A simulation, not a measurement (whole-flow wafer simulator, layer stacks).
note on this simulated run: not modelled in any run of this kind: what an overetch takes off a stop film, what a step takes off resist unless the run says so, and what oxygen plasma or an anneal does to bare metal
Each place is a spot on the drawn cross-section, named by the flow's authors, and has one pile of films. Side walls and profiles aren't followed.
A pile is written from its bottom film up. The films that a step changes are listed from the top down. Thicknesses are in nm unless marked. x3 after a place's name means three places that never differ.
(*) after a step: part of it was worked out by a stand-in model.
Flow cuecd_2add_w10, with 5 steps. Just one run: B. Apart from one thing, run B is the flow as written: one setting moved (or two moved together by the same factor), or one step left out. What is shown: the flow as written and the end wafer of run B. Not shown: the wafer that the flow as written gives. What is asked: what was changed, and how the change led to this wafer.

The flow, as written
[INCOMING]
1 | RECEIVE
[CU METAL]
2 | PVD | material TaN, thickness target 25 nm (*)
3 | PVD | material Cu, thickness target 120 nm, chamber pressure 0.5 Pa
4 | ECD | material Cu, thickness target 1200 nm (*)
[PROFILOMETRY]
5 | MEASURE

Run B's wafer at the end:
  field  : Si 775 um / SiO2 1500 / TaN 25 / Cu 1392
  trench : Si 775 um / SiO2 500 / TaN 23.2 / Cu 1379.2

Cause: step 3, PVD: thickness target 192 nm was run, whereas the flow has thickness target 120 nm.

How this came from the change, step by step:
  3 | PVD | material Cu, thickness target 120 nm, chamber pressure 0.5 Pa
      field: Cu gains 192 (new film) (it would be, as written: Cu gains 120 (new film))
      trench: Cu gains 179.2 (new film) (it would be, as written: Cu gains 111.8 (new film))
